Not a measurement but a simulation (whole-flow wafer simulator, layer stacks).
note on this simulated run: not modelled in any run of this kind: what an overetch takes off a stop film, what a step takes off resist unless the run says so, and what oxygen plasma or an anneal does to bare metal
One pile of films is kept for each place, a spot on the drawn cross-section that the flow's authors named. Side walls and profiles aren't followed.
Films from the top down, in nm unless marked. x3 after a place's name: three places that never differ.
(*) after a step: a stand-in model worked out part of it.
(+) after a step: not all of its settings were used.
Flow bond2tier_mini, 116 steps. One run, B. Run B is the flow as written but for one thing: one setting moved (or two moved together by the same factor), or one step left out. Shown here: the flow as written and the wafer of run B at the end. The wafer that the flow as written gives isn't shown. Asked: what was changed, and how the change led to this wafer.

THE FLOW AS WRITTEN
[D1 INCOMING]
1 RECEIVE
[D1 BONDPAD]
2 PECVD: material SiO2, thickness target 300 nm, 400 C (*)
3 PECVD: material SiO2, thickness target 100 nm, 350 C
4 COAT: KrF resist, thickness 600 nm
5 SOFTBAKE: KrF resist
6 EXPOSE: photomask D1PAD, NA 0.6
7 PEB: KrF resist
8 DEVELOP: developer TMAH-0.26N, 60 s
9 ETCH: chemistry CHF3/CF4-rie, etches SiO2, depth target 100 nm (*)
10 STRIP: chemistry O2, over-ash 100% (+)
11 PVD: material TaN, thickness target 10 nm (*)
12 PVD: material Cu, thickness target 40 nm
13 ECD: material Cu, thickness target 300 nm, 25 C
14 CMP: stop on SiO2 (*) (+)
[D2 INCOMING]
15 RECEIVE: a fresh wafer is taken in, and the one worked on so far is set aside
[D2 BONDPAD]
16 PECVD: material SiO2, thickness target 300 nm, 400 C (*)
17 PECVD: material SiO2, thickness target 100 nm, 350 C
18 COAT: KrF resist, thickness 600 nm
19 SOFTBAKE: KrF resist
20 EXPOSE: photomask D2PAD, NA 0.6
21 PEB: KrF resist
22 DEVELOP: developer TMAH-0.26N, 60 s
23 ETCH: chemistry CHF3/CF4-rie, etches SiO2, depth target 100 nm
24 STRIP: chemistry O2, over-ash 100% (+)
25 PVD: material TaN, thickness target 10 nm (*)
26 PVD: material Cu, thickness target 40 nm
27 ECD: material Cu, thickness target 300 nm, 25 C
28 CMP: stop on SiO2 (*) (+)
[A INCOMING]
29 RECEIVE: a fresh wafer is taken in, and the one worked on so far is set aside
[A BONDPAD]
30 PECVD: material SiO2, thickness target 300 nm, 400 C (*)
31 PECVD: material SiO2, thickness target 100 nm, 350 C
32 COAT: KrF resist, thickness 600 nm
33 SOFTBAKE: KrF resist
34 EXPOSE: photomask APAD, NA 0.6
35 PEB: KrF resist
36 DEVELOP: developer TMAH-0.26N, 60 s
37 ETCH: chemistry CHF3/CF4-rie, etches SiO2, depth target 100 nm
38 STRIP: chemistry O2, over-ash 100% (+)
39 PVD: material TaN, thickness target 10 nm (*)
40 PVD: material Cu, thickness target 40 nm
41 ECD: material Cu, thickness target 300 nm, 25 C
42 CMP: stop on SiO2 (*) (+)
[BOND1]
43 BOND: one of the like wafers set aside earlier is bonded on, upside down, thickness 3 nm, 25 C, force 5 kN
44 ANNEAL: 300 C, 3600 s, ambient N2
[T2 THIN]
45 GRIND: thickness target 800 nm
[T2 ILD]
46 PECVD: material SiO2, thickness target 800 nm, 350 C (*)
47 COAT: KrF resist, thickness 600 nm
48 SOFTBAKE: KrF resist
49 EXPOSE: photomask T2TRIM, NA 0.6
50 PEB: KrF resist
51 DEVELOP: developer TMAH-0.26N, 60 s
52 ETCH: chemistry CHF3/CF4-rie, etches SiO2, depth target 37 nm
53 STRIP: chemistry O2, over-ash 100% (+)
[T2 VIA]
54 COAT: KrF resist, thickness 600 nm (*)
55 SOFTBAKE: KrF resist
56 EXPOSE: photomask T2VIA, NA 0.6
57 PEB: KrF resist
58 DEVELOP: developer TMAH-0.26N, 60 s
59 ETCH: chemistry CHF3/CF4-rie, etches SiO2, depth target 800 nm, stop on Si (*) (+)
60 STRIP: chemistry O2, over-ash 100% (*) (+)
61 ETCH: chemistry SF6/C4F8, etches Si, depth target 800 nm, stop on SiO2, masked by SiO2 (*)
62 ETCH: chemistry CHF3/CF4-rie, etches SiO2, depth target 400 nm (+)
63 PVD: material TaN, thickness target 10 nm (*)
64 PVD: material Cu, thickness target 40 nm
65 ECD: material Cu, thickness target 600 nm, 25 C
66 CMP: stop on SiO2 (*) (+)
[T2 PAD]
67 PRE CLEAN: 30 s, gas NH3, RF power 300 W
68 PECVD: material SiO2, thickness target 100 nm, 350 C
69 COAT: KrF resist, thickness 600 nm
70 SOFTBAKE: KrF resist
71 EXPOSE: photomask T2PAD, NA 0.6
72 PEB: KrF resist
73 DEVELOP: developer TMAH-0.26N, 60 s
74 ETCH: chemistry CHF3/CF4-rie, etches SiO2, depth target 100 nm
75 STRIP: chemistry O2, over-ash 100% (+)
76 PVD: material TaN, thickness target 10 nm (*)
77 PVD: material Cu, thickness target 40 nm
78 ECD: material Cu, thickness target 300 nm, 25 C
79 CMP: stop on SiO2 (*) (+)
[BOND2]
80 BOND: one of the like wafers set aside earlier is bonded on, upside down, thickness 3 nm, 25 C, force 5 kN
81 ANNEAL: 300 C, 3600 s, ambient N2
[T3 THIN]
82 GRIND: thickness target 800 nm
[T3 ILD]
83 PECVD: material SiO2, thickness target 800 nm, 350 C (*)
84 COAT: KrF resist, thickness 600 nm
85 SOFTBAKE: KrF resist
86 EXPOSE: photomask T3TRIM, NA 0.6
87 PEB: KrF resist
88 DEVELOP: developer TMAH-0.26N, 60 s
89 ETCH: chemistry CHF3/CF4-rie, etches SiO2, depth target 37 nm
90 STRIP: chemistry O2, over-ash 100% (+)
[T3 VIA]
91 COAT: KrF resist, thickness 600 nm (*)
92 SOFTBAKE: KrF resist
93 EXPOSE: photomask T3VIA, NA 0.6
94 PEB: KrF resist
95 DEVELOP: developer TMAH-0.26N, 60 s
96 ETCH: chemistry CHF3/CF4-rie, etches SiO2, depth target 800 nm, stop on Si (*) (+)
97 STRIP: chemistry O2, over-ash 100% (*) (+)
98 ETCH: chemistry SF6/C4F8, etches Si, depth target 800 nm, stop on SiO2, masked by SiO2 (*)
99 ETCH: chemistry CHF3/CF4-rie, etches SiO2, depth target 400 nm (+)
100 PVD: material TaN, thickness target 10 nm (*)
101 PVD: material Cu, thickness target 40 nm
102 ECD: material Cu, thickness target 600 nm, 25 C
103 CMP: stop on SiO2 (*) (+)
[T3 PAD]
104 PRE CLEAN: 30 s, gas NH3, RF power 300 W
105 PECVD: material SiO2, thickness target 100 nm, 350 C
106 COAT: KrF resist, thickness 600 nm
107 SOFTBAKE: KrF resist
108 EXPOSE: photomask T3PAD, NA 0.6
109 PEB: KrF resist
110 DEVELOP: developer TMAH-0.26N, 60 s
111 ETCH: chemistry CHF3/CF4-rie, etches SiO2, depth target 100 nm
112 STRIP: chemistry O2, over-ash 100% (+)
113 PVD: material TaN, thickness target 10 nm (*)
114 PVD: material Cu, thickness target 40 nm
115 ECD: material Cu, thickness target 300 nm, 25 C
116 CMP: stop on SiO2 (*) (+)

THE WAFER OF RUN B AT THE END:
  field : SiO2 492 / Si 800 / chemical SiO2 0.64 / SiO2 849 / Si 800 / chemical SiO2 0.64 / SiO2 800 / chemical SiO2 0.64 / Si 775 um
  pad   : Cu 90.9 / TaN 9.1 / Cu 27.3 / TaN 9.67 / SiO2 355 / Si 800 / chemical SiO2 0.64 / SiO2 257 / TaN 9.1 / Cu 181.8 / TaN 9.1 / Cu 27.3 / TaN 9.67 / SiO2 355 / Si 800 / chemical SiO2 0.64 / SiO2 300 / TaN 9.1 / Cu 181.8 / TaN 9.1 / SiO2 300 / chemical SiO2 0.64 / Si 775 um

The cause: step 17, PECVD: thickness target 57 nm was run, where the flow has thickness target 100 nm.

How the change led to this, step by step:
  17 PECVD: material SiO2, thickness target 100 nm, 350 C
      field, pad, via: SiO2 +57 (as written it would be: SiO2 +100)
  80 BOND: one of the like wafers set aside earlier is bonded on, upside down, thickness 3 nm, 25 C, force 5 kN
      field: Si +775 um (new film), chemical SiO2 +0.64 (new film), SiO2 +357 (as written it would be: Si +775 um (new film), chemical SiO2 +0.64 (new film), SiO2 +400)
      pad: Si +775 um (new film), chemical SiO2 +0.64 (new film), SiO2 +257 (new film), TaN +9.1 (new film), Cu +90.9 (as written it would be: Si +775 um (new film), chemical SiO2 +0.64 (new film), SiO2 +300 (new film), TaN +9.1 (new film), Cu +90.9)
